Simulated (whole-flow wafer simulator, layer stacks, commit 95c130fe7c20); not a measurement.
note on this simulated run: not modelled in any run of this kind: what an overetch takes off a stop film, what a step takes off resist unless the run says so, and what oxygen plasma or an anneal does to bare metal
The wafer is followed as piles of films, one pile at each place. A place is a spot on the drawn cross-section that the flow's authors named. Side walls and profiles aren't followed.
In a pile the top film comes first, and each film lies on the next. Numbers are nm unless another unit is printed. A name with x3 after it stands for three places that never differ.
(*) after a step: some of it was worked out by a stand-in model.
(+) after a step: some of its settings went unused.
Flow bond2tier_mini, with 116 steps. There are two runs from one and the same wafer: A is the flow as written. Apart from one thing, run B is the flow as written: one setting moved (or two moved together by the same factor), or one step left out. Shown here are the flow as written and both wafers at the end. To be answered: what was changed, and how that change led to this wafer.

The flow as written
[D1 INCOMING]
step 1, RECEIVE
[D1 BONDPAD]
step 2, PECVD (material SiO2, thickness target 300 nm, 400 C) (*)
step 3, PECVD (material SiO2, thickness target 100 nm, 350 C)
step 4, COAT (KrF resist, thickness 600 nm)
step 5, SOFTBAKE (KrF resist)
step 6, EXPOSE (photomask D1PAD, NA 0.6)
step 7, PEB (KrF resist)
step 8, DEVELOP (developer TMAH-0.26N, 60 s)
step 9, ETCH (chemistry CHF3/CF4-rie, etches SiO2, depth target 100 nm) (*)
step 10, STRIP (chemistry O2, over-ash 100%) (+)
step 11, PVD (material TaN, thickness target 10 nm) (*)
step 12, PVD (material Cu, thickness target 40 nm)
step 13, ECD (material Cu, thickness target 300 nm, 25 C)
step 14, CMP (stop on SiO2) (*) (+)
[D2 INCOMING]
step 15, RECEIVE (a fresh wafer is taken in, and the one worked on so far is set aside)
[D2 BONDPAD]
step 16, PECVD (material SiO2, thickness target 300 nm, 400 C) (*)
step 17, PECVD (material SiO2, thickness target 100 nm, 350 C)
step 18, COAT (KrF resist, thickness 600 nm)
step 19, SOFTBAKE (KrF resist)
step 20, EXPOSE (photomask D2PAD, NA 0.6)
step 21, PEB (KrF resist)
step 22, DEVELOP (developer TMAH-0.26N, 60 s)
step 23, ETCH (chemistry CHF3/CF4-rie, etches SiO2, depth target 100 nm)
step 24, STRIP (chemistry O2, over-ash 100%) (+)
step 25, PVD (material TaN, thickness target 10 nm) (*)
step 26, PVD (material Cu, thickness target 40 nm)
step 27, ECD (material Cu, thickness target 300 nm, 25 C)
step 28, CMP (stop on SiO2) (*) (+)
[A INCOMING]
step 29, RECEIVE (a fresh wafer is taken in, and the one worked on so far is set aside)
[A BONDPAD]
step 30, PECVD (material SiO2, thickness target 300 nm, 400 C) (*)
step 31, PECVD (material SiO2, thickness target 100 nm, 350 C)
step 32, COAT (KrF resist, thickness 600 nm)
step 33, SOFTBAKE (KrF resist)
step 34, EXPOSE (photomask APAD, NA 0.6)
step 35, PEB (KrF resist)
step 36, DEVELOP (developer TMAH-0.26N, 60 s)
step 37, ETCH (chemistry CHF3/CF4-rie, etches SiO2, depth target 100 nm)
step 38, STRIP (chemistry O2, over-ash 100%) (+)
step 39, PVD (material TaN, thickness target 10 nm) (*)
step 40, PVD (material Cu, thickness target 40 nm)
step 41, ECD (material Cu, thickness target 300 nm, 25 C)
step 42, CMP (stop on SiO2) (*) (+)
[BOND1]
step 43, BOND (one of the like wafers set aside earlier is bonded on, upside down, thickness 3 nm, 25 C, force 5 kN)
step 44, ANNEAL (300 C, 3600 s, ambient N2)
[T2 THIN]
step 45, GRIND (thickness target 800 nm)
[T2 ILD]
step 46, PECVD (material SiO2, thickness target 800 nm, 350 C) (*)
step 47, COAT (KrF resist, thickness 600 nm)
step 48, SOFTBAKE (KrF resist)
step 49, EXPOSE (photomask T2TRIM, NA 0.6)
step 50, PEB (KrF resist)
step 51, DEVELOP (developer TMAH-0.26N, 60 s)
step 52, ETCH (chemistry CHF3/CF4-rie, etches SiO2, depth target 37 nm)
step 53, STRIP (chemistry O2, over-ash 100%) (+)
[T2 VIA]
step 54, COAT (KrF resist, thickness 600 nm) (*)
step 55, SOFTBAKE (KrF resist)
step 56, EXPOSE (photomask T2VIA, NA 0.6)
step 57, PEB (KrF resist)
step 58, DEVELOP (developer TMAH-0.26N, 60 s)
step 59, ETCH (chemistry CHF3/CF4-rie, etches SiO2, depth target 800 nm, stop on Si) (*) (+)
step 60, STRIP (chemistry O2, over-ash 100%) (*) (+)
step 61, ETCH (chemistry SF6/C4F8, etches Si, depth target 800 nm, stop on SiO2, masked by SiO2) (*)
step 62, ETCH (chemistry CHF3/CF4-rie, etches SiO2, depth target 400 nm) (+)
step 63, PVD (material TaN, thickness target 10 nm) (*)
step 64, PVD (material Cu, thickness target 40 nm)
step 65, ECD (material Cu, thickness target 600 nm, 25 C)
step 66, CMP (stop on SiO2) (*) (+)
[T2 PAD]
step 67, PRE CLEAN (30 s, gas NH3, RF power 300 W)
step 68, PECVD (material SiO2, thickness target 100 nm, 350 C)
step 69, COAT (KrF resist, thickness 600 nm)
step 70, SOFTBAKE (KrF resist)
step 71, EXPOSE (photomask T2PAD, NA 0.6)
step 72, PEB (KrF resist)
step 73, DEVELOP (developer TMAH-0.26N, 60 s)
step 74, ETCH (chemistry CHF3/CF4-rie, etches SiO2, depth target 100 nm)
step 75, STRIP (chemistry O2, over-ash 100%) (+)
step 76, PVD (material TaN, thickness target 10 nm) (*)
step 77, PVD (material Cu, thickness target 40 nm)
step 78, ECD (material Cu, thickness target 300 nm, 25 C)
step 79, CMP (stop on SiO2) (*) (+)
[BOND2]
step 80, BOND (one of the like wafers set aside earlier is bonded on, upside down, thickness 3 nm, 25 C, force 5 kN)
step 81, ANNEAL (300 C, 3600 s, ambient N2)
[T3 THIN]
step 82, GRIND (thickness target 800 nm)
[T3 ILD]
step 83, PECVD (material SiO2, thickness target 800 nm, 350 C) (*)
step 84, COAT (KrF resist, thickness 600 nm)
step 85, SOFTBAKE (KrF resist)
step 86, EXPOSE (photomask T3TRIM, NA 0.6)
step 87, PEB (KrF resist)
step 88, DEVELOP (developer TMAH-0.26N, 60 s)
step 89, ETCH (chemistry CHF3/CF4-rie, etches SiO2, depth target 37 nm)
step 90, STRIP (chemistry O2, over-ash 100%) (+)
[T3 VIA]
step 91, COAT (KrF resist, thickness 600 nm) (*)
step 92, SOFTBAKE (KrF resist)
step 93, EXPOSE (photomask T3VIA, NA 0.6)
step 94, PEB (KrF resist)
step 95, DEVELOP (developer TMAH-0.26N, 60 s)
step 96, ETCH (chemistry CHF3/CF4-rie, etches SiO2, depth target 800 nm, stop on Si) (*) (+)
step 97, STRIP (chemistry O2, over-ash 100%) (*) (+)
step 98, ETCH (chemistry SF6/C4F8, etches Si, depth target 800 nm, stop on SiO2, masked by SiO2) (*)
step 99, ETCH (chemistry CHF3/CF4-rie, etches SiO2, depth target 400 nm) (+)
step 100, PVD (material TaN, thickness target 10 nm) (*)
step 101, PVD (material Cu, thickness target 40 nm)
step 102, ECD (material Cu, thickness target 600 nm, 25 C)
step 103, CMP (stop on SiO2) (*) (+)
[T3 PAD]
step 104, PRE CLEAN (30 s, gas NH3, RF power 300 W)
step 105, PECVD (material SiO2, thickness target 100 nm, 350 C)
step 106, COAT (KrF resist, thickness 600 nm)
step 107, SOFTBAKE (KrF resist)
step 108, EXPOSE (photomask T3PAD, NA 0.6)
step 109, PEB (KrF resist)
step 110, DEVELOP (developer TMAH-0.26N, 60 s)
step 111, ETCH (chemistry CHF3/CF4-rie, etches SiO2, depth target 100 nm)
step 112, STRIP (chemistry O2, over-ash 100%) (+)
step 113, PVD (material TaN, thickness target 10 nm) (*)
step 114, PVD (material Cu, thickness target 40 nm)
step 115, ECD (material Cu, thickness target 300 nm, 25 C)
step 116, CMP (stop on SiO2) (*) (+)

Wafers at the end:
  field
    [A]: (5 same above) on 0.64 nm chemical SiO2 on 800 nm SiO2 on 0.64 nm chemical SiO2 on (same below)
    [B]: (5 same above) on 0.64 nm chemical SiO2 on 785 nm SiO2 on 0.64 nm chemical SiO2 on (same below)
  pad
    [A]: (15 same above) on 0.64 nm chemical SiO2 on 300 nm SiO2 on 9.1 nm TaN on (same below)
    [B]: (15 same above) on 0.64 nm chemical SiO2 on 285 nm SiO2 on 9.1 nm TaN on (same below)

What caused this: step 3, PECVD: thickness target 85 nm was run, whereas the flow has thickness target 100 nm.

Step by step, how the change led to this:
  step 3, PECVD (material SiO2, thickness target 100 nm, 350 C)
      field, pad, via: A +100 SiO2 | B +85 SiO2
  step 43, BOND (one of the like wafers set aside earlier is bonded on, upside down, thickness 3 nm, 25 C, force 5 kN)
      field: A +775 um Si (new film), +0.64 chemical SiO2 (new film), +400 SiO2 | B +775 um Si (new film), +0.64 chemical SiO2 (new film), +385 SiO2
      pad: A +775 um Si (new film), +0.64 chemical SiO2 (new film), +300 SiO2 (new film), +9.1 TaN (new film), +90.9 Cu | B +775 um Si (new film), +0.64 chemical SiO2 (new film), +285 SiO2 (new film), +9.1 TaN (new film), +90.9 Cu
      (and at 1 other place as well)
